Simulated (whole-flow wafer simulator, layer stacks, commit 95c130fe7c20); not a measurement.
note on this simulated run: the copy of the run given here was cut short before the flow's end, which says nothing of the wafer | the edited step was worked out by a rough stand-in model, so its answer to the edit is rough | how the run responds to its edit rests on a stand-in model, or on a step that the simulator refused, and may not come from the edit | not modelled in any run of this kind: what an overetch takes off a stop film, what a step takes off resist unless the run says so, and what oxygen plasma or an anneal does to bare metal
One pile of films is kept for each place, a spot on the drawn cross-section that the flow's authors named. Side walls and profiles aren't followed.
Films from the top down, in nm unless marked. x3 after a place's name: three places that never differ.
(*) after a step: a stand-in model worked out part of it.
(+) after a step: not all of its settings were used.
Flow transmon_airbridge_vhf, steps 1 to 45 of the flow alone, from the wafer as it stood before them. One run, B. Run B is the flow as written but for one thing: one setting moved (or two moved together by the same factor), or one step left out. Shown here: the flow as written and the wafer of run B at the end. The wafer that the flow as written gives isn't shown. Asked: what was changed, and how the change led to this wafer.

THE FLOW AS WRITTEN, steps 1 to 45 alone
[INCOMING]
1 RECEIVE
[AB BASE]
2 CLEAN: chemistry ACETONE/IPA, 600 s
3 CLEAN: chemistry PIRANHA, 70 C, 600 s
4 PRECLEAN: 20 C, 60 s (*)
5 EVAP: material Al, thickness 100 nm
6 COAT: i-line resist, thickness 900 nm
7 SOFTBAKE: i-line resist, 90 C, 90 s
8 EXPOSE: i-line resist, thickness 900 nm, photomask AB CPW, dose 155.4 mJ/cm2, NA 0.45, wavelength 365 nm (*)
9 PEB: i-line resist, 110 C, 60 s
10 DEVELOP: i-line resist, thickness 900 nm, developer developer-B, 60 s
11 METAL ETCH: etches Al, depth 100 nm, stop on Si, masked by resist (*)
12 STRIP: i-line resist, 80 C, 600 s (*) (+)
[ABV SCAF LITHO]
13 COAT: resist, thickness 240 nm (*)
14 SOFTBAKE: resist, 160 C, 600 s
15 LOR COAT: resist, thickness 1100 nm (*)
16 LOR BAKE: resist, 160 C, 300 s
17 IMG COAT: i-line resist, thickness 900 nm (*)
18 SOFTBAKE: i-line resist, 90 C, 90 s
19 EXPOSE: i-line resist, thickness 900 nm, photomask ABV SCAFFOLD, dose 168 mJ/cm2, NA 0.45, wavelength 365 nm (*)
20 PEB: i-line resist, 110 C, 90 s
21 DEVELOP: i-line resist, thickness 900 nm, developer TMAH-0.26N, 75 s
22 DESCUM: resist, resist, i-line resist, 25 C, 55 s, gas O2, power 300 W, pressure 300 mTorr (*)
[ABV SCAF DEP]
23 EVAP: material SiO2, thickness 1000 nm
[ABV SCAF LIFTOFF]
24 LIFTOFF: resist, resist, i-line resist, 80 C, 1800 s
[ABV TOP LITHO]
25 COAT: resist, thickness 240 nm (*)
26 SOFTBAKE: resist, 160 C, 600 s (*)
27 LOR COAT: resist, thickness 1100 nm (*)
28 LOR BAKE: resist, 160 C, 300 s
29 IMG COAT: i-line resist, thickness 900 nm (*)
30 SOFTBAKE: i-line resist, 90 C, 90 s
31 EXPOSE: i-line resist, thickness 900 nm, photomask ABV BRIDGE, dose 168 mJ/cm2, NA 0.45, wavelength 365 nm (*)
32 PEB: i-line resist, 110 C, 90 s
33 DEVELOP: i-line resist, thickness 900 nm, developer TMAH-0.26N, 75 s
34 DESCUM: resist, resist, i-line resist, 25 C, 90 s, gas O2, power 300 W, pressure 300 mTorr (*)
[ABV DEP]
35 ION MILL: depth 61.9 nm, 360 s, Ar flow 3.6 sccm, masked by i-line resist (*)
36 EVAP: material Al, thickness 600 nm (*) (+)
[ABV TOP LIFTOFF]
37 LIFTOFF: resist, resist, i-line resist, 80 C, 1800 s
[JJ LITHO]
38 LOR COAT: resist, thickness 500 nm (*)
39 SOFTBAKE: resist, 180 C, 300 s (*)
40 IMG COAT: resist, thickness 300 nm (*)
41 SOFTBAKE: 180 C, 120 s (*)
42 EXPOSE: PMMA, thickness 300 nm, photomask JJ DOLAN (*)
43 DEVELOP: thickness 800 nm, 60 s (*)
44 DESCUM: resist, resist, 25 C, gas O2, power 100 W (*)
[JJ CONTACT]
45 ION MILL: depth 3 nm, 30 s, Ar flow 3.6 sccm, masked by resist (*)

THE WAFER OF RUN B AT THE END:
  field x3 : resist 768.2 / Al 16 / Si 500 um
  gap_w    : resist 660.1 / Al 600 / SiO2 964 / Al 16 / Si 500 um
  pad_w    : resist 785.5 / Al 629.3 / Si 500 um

The cause: step 11, METAL ETCH: depth 84 nm was run, where the flow has depth 100 nm.

How the change led to this, step by step:
  11 METAL ETCH: etches Al, depth 100 nm, stop on Si, masked by resist (*)
      field x3, jj_line, gap_w, gap_e: Al -84 (as written it would be: Al -100 (all of it))
      ground_far, pad_w, flank_w and 8 more: i-line resist -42 (as written it would be: i-line resist -50)
  45 ION MILL: depth 3 nm, 30 s, Ar flow 3.6 sccm, masked by resist (*)
      jj_line: Al -16 (all of it), Si -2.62 (as written it would be: Si -11.6)
Counting metal films that touch as one body, field x3 has 1 body; the flow as written gives 0 bodies.
Counting metal films that touch as one body, gap_w has 2 bodies (between them, from the top down: SiO2 964); the flow as written gives 1 body.
